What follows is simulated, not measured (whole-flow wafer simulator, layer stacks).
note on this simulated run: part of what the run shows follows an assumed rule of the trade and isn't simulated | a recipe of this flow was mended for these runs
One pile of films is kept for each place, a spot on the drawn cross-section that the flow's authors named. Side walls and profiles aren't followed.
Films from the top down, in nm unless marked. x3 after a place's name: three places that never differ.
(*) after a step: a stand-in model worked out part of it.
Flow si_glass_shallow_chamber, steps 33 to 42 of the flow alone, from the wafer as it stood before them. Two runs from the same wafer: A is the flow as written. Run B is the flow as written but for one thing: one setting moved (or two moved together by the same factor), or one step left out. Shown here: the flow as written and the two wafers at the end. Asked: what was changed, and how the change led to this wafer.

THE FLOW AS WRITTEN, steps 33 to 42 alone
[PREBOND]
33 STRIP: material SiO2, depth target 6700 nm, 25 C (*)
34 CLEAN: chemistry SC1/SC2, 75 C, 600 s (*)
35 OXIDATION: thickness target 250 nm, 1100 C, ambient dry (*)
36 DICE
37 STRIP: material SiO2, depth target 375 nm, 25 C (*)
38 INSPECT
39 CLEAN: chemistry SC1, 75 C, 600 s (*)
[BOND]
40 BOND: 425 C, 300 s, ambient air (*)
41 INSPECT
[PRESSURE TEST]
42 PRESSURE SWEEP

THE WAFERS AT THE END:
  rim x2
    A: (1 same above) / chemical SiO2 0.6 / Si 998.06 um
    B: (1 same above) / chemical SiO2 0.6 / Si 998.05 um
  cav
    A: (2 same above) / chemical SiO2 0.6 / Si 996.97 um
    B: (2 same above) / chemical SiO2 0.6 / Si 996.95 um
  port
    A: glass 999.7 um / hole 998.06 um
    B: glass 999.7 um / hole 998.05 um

The cause: step 35, OXIDATION: thickness target 287.5 nm was run, where the flow has thickness target 250 nm.

How the change led to this, step by step:
  35 OXIDATION: thickness target 250 nm, 1100 C, ambient dry (*)
      rim x2, cav, septum, ring: A SiO2 +250 (new film), chemical SiO2 -0.6 (all of it), Si -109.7 | B SiO2 +287.5 (new film), chemical SiO2 -0.6 (all of it), Si -126.2
  37 STRIP: material SiO2, depth target 375 nm, 25 C (*)
      rim x2, cav, septum, ring: A SiO2 -250 (all of it) | B SiO2 -287.5 (all of it)
